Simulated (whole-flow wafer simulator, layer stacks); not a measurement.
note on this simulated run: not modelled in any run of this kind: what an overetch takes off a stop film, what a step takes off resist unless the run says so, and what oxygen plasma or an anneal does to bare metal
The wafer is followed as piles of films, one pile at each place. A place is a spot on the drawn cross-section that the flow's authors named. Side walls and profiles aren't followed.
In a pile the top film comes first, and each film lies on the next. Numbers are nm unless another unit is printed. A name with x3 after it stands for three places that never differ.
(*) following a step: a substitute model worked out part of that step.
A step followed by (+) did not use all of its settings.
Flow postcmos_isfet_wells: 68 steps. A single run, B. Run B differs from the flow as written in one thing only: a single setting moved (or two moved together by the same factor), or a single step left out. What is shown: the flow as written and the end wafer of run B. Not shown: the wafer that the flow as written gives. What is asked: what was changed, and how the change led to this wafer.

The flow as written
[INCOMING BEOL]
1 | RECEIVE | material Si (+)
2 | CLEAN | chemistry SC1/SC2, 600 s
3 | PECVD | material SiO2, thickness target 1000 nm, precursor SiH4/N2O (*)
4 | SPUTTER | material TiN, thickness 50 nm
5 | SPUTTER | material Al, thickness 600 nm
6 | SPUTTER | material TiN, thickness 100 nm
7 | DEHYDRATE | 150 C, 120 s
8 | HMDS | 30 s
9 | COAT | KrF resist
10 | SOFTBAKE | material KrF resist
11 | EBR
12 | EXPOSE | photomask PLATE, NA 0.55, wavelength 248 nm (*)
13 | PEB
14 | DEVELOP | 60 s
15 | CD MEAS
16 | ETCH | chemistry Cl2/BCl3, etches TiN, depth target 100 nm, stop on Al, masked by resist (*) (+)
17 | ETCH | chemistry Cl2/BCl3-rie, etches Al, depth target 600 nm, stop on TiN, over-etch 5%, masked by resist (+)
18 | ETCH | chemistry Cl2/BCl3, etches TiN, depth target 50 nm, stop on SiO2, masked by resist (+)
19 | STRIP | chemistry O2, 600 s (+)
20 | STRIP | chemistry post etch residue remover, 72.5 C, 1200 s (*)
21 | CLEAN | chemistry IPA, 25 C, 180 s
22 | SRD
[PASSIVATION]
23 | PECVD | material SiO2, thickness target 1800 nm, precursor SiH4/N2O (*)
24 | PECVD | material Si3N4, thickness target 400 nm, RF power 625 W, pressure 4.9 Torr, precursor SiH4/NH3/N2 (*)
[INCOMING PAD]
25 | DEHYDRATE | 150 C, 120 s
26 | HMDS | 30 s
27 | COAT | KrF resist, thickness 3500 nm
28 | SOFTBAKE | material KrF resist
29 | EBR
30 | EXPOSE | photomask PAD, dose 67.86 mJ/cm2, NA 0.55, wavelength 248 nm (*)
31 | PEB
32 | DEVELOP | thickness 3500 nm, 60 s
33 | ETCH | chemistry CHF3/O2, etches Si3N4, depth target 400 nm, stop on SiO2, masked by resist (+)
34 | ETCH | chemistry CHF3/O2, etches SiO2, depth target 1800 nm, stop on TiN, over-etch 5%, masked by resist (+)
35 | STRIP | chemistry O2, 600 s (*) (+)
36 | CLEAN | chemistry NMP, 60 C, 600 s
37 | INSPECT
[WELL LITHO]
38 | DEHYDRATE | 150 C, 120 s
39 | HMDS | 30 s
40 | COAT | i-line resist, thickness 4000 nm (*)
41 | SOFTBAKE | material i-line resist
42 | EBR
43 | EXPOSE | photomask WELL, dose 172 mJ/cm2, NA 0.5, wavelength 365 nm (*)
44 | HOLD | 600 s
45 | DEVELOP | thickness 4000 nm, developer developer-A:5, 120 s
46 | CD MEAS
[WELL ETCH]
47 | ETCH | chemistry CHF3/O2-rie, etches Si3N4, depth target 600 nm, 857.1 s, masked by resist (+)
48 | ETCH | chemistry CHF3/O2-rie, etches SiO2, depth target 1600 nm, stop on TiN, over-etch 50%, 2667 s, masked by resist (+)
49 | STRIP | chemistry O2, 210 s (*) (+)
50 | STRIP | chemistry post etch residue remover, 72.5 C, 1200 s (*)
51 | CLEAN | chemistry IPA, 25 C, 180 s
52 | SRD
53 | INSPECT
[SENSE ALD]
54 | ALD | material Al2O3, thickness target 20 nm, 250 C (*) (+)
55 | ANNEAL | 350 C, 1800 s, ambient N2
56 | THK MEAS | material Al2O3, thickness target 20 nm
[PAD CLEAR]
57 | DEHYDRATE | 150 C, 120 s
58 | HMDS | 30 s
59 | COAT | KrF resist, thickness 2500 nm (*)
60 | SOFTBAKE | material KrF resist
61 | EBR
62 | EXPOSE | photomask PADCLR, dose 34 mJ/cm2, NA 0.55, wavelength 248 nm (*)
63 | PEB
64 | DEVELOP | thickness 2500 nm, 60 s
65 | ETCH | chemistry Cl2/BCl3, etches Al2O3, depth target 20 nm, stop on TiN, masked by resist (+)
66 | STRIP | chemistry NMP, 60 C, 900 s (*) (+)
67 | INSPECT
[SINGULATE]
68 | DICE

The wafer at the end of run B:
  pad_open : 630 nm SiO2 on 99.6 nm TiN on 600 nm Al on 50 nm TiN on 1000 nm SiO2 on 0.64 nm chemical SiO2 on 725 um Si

What caused this: step 34, ETCH: depth target 1170 nm was run, though the flow has depth target 1800 nm.

The path from the change to this, step by step:
  34 | ETCH | chemistry CHF3/O2, etches SiO2, depth target 1800 nm, stop on TiN, over-etch 5%, masked by resist (+)
      pad_open: SiO2 loses 1170 (as written it would have been: SiO2 loses 1800 (all of it))
      field, margin, well900, well1300 x3, pad_rim, pad_clr: KrF resist loses 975 (as written it would have been: KrF resist loses 1500)
  35 | STRIP | chemistry O2, 600 s (*) (+)
      field, margin, well900, well1300 x3, pad_rim, pad_clr: KrF resist loses 2138.3 (all of it) (as written it would have been: KrF resist loses 1613.3 (all of it))
  40 | COAT | i-line resist, thickness 4000 nm (*)
      pad_clr: i-line resist gains 3456.9 (new film) (as written it would have been: i-line resist gains 3256.8 (new film))
      pad_open: i-line resist gains 4577.5 (new film) (as written it would have been: i-line resist gains 4804.7 (new film))
  41 | SOFTBAKE | material i-line resist
      pad_clr: i-line resist loses 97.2 (as written it would have been: i-line resist loses 156.7)
      pad_open: i-line resist gains 85.8 (as written it would have been: i-line resist gains 115.3)
  49 | STRIP | chemistry O2, 210 s (*) (+)
      pad_clr: i-line resist loses 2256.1 (all of it) (as written it would have been: i-line resist loses 1996.5 (all of it))
      pad_open: i-line resist loses 3559.7 (all of it) (as written it would have been: i-line resist loses 3816.3 (all of it))
  59 | COAT | KrF resist, thickness 2500 nm (*)
      pad_rim: KrF resist gains 2123.2 (new film) (as written it would have been: KrF resist gains 1976.4 (new film))
      pad_clr: KrF resist gains 1908.9 (new film) (as written it would have been: KrF resist gains 1691.6 (new film))
      (and at 1 other place as well)
  60 | SOFTBAKE | material KrF resist
      pad_clr: KrF resist loses 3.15 (as written it would have been: KrF resist loses 3.77)
  63 | PEB
      pad_rim: KrF resist loses 15 (as written it would have been: KrF resist loses 13.9)
      pad_clr: KrF resist loses 13.4 (as written it would have been: KrF resist loses 11.8)
      (and at 1 other place as well)
  64 | DEVELOP | thickness 2500 nm, 60 s
      pad_clr: KrF resist loses 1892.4 (all of it) (as written it would have been: KrF resist loses 1676 (all of it))
      pad_open: KrF resist loses 2884.3 (all of it) (as written it would have been: KrF resist loses 3045.1 (all of it))
  66 | STRIP | chemistry NMP, 60 C, 900 s (*) (+)
      pad_rim: KrF resist loses 2069.2 (all of it) (as written it would have been: KrF resist loses 1923.7 (all of it))
